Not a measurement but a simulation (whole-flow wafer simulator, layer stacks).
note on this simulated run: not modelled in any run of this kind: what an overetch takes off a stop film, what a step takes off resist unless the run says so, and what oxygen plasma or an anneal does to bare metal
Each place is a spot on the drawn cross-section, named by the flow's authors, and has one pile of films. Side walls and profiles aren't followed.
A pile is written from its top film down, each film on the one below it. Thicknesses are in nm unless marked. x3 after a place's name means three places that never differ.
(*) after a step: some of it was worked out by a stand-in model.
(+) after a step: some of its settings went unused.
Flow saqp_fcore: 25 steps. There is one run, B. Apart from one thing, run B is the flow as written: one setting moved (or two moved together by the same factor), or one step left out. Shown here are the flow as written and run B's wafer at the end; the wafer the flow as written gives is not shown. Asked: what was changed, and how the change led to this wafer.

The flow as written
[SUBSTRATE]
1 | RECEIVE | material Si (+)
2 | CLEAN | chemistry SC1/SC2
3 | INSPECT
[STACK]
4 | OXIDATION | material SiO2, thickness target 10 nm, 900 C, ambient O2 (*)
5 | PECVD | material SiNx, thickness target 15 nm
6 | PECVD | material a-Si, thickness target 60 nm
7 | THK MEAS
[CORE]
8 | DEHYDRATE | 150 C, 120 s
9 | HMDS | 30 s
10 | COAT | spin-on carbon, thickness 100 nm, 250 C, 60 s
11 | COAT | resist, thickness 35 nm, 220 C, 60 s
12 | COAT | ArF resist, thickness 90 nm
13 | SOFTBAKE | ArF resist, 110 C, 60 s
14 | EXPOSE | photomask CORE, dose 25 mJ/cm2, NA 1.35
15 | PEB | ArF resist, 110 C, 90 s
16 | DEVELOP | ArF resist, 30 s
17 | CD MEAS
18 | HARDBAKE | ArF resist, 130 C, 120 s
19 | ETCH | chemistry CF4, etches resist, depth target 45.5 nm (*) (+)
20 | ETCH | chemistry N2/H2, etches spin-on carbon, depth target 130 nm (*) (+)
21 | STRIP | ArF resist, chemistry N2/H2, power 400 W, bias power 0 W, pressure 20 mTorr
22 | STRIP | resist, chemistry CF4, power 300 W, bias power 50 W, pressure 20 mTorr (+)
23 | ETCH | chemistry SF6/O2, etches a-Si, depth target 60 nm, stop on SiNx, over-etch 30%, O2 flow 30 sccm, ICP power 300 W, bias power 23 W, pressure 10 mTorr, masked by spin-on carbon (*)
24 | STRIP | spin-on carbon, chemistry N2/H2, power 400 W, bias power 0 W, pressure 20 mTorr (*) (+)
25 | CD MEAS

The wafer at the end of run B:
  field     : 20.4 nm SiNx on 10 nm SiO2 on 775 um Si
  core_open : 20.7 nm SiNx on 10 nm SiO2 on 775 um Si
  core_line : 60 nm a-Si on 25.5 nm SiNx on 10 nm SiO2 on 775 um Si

Cause: step 5, PECVD: thickness target 25.5 nm was run, though the flow has thickness target 15 nm.
The wafer itself shows it: core_line has SiNx 25.5, and step 5 as written asks for 15 nm.

Step by step, how the change led to this:
  5 | PECVD | material SiNx, thickness target 15 nm
      field, core_open, core_line: +25.5 SiNx (new film) (it would be, as written: +15 SiNx (new film))
